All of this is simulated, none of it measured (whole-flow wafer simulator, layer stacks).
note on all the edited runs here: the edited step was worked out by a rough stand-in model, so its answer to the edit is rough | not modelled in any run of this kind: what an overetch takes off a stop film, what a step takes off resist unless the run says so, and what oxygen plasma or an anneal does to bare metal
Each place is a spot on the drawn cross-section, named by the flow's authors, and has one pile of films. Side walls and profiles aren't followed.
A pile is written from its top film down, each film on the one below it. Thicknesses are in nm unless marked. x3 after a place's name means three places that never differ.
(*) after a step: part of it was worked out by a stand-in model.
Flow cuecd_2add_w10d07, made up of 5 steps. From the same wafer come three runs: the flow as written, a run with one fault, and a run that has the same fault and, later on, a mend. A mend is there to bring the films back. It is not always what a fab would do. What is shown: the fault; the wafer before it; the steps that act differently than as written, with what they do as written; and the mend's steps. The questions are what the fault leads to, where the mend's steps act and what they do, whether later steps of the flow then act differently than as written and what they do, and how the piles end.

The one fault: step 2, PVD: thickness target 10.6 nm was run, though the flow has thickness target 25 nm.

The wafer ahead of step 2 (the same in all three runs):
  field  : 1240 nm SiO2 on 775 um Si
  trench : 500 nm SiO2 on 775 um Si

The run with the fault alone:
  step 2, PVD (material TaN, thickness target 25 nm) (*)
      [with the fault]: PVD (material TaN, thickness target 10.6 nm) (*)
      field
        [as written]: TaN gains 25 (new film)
        [with the fault]: TaN gains 10.6 (new film)
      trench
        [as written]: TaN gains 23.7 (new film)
        [with the fault]: TaN gains 10 (new film)
  None of the later steps of the flow acts differently than as written at any place that is followed.
  At field, trench, the piles at the end differ from the flow's by more than 2% or 0.5 nm, whichever is larger.
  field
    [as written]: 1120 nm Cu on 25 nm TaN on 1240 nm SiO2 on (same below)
    [with the fault]: 1120 nm Cu on 10.6 nm TaN on 1240 nm SiO2 on (same below)
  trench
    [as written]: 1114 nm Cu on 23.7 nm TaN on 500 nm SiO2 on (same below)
    [with the fault]: 1114 nm Cu on 10 nm TaN on 500 nm SiO2 on (same below)

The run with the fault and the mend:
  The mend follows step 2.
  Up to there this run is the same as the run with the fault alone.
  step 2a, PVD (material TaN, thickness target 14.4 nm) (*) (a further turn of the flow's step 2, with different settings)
      field
        TaN gains 14.4
      trench
        TaN gains 13.6
  None of the later steps of the flow acts differently than as written at any place that is followed.
  The piles end the same as the flow's at every place that both follow.
